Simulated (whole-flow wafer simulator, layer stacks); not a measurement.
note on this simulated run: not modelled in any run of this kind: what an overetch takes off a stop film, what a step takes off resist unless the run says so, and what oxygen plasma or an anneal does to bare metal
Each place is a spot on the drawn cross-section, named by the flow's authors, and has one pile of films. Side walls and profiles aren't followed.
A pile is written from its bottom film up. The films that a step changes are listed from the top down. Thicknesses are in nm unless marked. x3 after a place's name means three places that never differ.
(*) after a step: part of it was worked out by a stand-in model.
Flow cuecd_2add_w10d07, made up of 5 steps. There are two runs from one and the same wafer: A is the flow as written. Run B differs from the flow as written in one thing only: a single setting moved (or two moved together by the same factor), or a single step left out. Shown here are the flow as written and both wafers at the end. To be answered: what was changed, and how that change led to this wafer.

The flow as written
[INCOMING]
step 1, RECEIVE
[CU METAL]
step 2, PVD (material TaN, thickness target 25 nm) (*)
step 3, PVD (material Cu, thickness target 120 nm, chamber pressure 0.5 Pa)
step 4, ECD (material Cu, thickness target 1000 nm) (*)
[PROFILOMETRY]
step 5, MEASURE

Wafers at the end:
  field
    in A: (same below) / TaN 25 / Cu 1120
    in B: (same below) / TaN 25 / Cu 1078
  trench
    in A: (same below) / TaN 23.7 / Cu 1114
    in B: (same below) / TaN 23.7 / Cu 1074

What caused this: step 3, PVD: thickness target 78 nm was run, whereas the flow has thickness target 120 nm.

Step by step, how the change led to this:
  step 3, PVD (material Cu, thickness target 120 nm, chamber pressure 0.5 Pa)
      field: A +120 Cu (new film) | B +78 Cu (new film)
      trench: A +114 Cu (new film) | B +74 Cu (new film)
